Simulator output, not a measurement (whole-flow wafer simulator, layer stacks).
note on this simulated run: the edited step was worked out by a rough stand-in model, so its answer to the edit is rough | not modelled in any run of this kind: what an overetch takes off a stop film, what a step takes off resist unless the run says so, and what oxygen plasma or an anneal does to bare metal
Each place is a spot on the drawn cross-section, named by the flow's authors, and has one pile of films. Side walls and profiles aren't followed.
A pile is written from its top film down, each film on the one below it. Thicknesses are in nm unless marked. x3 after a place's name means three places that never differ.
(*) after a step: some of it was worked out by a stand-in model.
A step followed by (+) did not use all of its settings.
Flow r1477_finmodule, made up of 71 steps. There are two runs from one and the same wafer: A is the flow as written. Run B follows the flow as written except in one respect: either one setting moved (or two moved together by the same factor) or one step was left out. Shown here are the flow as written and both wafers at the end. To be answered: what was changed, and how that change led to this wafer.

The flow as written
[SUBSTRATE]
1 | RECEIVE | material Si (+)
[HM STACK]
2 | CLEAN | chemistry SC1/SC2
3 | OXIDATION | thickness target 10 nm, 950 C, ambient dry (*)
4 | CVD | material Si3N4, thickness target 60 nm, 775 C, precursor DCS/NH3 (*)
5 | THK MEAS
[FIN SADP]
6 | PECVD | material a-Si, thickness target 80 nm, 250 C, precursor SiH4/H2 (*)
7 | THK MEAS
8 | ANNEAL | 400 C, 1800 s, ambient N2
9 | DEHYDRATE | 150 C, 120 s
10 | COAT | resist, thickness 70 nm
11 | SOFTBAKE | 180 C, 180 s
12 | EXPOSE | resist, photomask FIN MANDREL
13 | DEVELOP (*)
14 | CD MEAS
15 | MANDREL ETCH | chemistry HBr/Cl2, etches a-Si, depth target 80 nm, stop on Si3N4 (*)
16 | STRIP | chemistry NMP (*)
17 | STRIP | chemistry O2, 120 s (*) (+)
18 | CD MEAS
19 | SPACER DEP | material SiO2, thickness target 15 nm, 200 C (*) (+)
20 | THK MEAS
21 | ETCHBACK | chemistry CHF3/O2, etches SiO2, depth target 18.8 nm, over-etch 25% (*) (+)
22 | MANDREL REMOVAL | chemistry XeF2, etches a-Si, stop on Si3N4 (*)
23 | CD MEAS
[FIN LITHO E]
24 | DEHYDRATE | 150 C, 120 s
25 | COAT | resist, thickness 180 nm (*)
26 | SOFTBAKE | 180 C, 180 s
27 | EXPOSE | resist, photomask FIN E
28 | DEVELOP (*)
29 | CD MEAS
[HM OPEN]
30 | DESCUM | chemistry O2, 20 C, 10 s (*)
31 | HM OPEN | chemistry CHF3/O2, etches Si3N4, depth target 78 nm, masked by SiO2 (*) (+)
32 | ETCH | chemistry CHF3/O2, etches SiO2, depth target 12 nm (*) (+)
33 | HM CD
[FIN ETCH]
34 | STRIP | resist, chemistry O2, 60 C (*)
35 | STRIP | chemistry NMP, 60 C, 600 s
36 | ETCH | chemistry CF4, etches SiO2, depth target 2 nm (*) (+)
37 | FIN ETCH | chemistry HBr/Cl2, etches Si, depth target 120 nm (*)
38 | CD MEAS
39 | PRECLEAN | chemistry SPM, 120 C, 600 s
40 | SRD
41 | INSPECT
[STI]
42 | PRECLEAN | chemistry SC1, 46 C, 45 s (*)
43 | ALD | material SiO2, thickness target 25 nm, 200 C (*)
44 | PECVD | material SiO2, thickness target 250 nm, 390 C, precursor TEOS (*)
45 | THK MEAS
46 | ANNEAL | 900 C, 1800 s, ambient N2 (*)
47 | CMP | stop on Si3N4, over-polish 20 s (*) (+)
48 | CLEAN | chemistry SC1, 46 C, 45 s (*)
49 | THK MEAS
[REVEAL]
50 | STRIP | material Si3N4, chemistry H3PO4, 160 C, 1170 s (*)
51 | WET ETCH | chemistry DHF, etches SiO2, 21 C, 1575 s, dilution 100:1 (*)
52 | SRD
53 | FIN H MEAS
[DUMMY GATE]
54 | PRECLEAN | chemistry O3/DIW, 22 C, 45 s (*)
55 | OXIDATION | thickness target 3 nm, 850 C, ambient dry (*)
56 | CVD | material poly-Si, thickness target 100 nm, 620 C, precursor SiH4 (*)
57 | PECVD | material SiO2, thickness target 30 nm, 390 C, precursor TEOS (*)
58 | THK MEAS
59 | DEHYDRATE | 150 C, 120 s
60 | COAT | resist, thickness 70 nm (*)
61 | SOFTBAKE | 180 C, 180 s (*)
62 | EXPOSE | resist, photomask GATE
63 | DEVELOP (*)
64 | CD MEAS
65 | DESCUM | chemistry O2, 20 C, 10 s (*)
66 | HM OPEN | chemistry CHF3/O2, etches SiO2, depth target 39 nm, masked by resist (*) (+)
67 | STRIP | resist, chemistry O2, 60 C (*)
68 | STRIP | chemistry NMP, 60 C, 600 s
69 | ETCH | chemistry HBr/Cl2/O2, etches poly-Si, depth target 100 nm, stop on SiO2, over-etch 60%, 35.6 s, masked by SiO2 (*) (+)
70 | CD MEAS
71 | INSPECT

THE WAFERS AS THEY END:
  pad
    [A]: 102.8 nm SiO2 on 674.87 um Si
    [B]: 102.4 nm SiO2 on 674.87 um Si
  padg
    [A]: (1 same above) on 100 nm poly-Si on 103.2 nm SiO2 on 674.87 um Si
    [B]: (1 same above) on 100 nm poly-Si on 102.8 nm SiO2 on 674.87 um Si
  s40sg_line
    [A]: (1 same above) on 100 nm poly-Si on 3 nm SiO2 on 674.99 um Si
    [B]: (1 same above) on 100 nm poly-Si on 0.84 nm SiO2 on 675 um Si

The reason: step 55, OXIDATION: 722 C was run, though the flow has 850 C.

Step by step, how the change led to this:
  55 | OXIDATION | thickness target 3 nm, 850 C, ambient dry (*)
      s40sg_line, s45sg_line, s50sg_line, s40so_line, s45so_line, s50so_line: A +3 SiO2 (new film), -0.84 chemical SiO2 (all of it), -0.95 Si | B +0.84 SiO2 (new film), -0.84 chemical SiO2 (all of it)
  67 | STRIP | resist, chemistry O2, 60 C (*)
      s40sg: A -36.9 resist (all of it) | B -36.1 resist (all of it)
      s45sg: A -36.9 resist (all of it) | B -36 resist (all of it)
      (also at 1 further place)
